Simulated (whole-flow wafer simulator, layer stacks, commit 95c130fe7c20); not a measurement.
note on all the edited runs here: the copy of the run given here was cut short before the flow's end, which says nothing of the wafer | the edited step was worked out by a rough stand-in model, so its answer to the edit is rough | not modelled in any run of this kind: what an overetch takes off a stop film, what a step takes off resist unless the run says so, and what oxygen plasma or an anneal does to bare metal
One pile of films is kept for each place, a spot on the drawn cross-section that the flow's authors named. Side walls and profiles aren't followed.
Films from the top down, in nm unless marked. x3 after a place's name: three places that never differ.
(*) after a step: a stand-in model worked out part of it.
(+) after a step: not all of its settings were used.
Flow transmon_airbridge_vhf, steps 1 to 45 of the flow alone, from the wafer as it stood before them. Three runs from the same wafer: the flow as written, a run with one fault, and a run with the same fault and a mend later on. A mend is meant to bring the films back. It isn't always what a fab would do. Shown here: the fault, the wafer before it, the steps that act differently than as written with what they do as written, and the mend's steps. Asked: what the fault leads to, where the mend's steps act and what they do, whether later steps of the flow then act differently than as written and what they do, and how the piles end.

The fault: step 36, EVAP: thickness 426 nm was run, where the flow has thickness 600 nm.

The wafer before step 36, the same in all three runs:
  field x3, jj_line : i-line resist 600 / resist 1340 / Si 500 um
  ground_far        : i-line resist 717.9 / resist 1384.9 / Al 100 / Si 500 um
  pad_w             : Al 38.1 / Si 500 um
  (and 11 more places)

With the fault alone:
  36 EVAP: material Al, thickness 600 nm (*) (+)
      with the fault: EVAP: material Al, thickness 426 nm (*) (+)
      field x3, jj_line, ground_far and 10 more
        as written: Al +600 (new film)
        with the fault: Al +426 (new film)
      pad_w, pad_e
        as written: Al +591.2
        with the fault: Al +419.8
  Later steps of the flow that act differently than as written:
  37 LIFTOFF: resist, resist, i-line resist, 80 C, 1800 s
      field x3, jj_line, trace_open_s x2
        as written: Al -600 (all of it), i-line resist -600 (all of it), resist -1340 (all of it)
        with the fault: Al -426 (all of it), i-line resist -600 (all of it), resist -1340 (all of it)
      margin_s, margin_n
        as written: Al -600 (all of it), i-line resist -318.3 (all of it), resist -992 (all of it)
        with the fault: Al -426 (all of it), i-line resist -318.3 (all of it), resist -992 (all of it)
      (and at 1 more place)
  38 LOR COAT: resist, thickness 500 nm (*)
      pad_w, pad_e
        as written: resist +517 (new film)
        with the fault: resist +531.5 (new film)
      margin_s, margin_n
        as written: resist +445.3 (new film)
        with the fault: resist +430.1 (new film)
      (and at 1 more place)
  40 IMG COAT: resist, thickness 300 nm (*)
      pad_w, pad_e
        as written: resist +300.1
        with the fault: resist +307.9
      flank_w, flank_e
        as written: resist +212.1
        with the fault: resist +218
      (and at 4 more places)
  At the end the piles differ from the flow's by more than 2% or 0.5 nm, whichever is larger, at pad_w, flank_w, gap_w and 7 more.
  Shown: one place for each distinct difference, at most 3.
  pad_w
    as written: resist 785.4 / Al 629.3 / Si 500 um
    with the fault: resist 807.6 / Al 457.8 / Si 500 um
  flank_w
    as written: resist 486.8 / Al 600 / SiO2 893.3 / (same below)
    with the fault: resist 496.9 / Al 426 / SiO2 893.3 / (same below)
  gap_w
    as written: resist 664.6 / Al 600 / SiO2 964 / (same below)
    with the fault: resist 677.6 / Al 426 / SiO2 964 / (same below)

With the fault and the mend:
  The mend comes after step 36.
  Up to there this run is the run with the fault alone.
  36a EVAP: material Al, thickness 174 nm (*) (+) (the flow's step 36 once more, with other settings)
      field x3, jj_line, ground_far and 10 more
        Al +174
      pad_w, pad_e
        Al +171.4
  No later step of the flow acts differently than as written, at any place that is followed, by more than 2% or 0.5 nm, whichever is larger.
  At the end the piles differ from the flow's only slightly at the places that both follow, by at most 2% or 0.5 nm, whichever is larger.
